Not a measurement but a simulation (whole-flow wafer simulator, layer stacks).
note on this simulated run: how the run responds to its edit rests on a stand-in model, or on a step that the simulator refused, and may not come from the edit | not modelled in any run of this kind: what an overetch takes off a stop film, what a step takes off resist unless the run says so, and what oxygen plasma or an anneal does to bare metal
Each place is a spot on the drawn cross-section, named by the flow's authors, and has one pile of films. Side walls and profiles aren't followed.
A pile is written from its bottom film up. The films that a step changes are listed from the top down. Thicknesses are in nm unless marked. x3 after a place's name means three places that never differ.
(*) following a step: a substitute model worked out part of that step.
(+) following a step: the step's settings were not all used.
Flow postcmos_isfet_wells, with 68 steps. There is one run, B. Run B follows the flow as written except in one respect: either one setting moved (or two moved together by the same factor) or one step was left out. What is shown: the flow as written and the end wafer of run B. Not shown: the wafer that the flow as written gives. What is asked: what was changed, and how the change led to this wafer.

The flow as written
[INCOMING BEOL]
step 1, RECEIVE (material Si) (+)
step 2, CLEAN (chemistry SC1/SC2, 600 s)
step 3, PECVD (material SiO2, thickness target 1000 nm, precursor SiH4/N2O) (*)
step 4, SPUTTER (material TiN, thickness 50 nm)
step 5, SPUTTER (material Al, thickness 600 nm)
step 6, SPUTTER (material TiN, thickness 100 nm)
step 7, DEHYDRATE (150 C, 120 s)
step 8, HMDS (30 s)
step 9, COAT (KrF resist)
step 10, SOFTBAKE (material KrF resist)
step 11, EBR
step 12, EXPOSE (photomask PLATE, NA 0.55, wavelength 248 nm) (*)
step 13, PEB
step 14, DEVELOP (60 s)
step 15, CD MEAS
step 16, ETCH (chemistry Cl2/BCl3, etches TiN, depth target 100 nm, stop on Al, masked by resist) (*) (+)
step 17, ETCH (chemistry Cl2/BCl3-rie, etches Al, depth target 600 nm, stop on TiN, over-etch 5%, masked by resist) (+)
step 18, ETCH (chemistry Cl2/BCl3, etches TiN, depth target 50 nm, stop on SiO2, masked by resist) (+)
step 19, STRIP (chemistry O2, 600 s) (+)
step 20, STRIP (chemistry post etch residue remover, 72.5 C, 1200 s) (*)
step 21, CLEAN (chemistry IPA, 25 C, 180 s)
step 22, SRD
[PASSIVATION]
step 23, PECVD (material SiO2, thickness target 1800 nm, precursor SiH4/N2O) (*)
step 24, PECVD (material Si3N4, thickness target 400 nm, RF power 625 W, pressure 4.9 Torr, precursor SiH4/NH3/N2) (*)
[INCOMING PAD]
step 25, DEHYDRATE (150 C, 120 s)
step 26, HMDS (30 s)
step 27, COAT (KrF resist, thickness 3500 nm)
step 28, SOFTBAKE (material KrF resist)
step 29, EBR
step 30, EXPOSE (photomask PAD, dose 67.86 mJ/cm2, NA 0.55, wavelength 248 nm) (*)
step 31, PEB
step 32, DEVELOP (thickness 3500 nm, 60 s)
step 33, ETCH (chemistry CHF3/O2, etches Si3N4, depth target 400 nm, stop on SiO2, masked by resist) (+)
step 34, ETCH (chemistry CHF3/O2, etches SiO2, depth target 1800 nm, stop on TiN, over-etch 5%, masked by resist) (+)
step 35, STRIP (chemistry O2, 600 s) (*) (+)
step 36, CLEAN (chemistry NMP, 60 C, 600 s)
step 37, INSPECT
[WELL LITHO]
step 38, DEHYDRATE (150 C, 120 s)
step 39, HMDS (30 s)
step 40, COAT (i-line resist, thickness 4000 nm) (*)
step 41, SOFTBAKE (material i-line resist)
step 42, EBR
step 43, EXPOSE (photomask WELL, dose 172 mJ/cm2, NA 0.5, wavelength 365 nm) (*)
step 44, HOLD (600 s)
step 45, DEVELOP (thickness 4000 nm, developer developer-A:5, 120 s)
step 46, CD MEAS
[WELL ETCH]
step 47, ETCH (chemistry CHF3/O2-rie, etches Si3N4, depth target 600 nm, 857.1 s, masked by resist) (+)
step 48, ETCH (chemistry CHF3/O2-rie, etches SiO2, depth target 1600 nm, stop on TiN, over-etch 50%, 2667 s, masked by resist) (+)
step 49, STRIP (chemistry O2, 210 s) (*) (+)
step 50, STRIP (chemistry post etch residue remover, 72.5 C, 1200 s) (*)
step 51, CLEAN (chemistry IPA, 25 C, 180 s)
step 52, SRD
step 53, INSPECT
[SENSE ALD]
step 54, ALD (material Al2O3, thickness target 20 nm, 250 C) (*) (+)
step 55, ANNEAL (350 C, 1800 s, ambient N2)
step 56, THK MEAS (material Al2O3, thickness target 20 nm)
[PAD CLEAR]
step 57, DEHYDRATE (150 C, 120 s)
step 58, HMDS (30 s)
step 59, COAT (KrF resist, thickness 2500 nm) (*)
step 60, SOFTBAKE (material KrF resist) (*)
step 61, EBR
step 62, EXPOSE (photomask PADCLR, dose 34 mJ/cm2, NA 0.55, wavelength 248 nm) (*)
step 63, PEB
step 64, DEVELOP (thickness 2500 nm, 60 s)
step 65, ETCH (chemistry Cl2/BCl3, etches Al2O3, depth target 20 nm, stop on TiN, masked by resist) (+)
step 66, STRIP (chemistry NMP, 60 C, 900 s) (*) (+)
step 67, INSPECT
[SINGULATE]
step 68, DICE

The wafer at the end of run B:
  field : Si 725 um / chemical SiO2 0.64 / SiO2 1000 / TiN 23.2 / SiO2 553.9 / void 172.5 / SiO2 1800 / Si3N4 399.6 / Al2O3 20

What caused this: step 17, ETCH: depth target 543.7 nm was run, whereas the flow has depth target 600 nm.

Step by step, how the change led to this:
  step 17, ETCH (chemistry Cl2/BCl3-rie, etches Al, depth target 600 nm, stop on TiN, over-etch 5%, masked by resist) (+)
      field: -543.7 Al (in the flow as written it would be: -600 Al (all of it))
      margin, well900, well1300, well2000, well3000, pad_rim, pad_clr, pad_open: -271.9 KrF resist (in the flow as written it would be: -300 KrF resist)
  step 18, ETCH (chemistry Cl2/BCl3, etches TiN, depth target 50 nm, stop on SiO2, masked by resist) (+)
      field: -56.3 Al (all of it), -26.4 TiN (in the flow as written it would be: -50 TiN (all of it))
  step 19, STRIP (chemistry O2, 600 s) (+)
      margin, well900, well1300, well2000, well3000, pad_rim, pad_clr, pad_open: -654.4 KrF resist (all of it) (in the flow as written it would be: -626.3 KrF resist (all of it))
  step 23, PECVD (material SiO2, thickness target 1800 nm, precursor SiH4/N2O) (*)
      field: +1800 SiO2 (new film), +172.5 void (new film), +553.9 SiO2 (new film) (in the flow as written it would be: +1800 SiO2 (new film), +189.9 void (new film), +559.7 SiO2)
Taking metal films that touch as one body, field has 1 body; the flow as written gives 0 bodies.
